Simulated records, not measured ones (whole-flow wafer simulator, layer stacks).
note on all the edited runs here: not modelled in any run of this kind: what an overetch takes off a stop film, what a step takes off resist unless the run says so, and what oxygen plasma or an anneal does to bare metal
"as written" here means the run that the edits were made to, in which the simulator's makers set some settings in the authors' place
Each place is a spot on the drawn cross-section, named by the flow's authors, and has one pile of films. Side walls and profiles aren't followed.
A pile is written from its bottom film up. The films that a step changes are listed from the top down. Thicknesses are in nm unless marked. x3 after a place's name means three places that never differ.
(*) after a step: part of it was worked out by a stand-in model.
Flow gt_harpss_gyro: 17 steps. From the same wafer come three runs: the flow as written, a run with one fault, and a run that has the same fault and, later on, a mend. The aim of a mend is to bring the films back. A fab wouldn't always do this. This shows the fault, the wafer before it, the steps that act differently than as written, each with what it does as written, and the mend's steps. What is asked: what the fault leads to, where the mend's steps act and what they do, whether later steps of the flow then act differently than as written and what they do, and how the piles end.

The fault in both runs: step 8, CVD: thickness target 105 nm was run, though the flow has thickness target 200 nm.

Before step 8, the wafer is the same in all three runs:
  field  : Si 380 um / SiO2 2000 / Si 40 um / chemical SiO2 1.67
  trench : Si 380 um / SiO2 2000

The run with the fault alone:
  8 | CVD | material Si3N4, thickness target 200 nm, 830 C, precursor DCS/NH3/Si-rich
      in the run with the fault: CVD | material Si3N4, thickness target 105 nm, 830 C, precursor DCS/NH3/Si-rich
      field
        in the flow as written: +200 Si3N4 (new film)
        in the run with the fault: +105 Si3N4 (new film)
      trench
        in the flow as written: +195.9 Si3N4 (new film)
        in the run with the fault: +103.1 Si3N4 (new film)
  Later steps of the flow acting differently than as written:
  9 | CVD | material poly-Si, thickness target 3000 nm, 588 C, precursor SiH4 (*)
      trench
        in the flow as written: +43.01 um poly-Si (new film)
        in the run with the fault: +43 um poly-Si (new film)
  The piles end different from the flow's at field, trench by more than 2% or 0.5 nm, whichever is larger.
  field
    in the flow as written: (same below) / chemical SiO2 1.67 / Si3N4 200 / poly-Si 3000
    in the run with the fault: (same below) / chemical SiO2 1.67 / Si3N4 105 / poly-Si 3000
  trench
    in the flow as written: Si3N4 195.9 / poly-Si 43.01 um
    in the run with the fault: Si3N4 103.1 / poly-Si 43 um

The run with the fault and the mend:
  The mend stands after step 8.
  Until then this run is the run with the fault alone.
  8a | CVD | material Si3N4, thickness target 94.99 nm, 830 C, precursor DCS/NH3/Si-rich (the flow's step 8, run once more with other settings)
      field
        +95 Si3N4
      trench
        +92.8 Si3N4
  Every later step of the flow that is run acts as written at every place that is followed.
  When the end is reached, the piles differ only a little from the flow's at the places that both follow, at most by 2% or 0.5 nm, whichever is larger.
